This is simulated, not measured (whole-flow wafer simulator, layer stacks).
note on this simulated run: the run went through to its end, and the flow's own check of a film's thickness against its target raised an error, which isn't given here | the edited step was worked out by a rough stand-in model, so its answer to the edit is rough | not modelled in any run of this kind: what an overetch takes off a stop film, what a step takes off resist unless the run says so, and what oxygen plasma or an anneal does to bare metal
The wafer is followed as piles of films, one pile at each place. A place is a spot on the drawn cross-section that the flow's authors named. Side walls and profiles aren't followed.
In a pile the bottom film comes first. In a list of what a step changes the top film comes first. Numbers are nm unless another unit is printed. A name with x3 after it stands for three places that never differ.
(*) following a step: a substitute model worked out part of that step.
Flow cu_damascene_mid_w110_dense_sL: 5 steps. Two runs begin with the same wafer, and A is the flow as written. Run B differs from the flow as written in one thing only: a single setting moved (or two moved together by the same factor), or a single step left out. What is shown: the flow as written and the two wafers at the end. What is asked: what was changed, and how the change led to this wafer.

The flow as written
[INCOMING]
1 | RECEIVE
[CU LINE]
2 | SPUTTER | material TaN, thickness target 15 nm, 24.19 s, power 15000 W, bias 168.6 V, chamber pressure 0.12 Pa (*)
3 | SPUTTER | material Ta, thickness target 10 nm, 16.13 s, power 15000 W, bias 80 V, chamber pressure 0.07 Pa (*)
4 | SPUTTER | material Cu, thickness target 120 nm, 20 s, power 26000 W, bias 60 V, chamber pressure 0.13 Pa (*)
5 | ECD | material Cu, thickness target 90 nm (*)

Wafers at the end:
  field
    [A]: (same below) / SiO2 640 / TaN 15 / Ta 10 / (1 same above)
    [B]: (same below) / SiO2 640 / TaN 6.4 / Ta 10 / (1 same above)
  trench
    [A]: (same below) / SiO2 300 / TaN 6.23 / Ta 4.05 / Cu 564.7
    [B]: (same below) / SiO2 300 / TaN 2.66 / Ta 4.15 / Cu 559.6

What caused this: step 2, SPUTTER: thickness target 6.4 nm was run, though the flow has thickness target 15 nm; step 2, SPUTTER: 10.28 s was run, where the flow has 24.19 s.
One can read it off the wafer: field has TaN 6.4, and step 2 as written asks for 15 nm.

Step by step, how the change led to this:
  2 | SPUTTER | material TaN, thickness target 15 nm, 24.19 s, power 15000 W, bias 168.6 V, chamber pressure 0.12 Pa (*)
      field: A TaN gains 15 (new film) | B TaN gains 6.4 (new film)
      trench: A TaN gains 6.23 (new film) | B TaN gains 2.66 (new film)
  4 | SPUTTER | material Cu, thickness target 120 nm, 20 s, power 26000 W, bias 60 V, chamber pressure 0.13 Pa (*)
      trench: A Cu gains 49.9 (new film) | B Cu gains 51.4 (new film)
